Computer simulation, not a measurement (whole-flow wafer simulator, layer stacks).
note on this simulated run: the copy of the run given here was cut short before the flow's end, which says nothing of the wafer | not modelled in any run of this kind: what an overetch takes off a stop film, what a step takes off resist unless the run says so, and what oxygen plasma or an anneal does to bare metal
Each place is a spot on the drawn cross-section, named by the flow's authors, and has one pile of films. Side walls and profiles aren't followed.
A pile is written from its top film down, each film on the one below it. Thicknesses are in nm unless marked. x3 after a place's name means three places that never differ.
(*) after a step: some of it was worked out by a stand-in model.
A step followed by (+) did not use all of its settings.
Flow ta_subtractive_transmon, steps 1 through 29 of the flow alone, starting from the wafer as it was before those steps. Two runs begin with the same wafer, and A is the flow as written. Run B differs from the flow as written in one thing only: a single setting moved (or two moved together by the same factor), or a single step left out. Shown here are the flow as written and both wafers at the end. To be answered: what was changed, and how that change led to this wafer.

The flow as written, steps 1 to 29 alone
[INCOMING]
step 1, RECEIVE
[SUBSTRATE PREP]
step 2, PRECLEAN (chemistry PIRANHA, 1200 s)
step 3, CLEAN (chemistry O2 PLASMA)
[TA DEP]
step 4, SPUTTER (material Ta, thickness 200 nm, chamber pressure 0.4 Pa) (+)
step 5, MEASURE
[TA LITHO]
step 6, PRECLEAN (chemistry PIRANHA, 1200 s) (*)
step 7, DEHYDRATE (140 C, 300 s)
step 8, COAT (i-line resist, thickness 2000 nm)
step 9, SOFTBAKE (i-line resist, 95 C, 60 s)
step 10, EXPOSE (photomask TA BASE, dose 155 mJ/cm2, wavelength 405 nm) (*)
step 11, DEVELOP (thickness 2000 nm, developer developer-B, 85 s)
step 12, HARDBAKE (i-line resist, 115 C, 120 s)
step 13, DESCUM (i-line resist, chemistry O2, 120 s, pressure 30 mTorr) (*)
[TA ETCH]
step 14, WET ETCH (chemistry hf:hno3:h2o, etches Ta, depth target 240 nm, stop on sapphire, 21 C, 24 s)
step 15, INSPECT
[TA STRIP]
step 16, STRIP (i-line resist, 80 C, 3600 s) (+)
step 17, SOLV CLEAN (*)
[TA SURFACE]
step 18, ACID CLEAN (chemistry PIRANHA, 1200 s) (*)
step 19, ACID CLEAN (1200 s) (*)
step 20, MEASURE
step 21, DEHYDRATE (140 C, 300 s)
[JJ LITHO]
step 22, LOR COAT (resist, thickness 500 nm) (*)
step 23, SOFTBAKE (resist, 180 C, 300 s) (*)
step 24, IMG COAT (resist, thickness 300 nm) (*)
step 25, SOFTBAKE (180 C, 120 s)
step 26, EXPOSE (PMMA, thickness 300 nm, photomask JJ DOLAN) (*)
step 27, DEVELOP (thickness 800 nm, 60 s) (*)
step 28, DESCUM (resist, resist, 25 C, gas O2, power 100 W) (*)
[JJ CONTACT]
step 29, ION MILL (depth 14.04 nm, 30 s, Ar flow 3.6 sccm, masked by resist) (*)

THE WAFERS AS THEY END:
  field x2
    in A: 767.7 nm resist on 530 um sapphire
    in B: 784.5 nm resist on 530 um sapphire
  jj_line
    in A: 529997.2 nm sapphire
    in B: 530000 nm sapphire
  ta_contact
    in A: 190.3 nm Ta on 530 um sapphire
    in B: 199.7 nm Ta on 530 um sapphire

The reason: step 29, ION MILL: depth 14.04 nm, 30 s, Ar flow 3.6 sccm, masked by resist (*), was skipped.

How this came from the change, step by step:
  (no step that both runs have acts differently)
